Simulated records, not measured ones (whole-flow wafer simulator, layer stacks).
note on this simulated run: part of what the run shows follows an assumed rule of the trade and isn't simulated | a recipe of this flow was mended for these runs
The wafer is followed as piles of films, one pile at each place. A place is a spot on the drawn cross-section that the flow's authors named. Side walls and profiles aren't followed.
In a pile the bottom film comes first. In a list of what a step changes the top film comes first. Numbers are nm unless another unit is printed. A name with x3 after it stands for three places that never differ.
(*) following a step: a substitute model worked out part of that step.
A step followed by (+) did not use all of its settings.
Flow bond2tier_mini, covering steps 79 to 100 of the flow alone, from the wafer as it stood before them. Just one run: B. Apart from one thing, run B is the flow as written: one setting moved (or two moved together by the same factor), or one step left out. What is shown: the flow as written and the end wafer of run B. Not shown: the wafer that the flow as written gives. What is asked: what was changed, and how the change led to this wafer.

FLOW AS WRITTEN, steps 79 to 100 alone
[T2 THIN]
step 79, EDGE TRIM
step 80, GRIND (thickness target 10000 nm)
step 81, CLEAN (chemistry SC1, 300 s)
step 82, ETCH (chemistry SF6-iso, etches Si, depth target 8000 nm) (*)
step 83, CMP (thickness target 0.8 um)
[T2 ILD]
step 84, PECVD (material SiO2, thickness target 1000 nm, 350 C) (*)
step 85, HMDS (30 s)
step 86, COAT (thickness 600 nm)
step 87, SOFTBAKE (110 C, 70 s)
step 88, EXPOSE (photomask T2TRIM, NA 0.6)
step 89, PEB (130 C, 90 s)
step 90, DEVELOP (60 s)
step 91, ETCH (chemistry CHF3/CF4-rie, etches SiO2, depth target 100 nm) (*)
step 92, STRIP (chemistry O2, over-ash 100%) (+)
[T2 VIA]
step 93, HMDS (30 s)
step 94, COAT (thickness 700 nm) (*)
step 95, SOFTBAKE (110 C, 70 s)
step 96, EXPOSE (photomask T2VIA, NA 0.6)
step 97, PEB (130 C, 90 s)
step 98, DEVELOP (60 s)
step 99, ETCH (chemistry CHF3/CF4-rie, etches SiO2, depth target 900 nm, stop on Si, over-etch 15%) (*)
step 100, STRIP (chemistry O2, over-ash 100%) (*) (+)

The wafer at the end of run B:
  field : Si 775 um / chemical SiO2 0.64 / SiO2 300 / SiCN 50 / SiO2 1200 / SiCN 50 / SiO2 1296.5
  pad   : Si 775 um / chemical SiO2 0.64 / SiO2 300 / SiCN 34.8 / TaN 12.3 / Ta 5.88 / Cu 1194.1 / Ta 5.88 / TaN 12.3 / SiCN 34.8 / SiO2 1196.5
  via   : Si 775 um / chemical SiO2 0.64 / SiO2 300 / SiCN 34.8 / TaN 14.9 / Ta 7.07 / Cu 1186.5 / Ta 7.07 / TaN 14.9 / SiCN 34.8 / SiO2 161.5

Cause: step 80, GRIND: thickness target 7584 nm was run, while the flow as written has thickness target 10000 nm.

The path from the change to this, step by step:
  step 80, GRIND (thickness target 10000 nm)
      field, pad, via: -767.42 um Si (it would be, as written: -765 um Si)
  step 82, ETCH (chemistry SF6-iso, etches Si, depth target 8000 nm) (*)
      field, pad, via: -0.6 chemical SiO2 (all of it), -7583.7 Si (all of it), -0.64 chemical SiO2 (all of it), -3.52 SiO2 (it would be, as written: -0.6 chemical SiO2 (all of it), -8000 Si)
  step 83, CMP (thickness target 0.8 um)
      field, pad, via: nothing (it would be, as written: -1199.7 Si)
  step 84, PECVD (material SiO2, thickness target 1000 nm, 350 C) (*)
      field, pad, via: +1000 SiO2 (it would be, as written: +1000 SiO2 (new film))
  step 99, ETCH (chemistry CHF3/CF4-rie, etches SiO2, depth target 900 nm, stop on Si, over-etch 15%) (*)
      via: -1035 SiO2 (it would be, as written: -900 SiO2 (all of it), -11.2 Si)
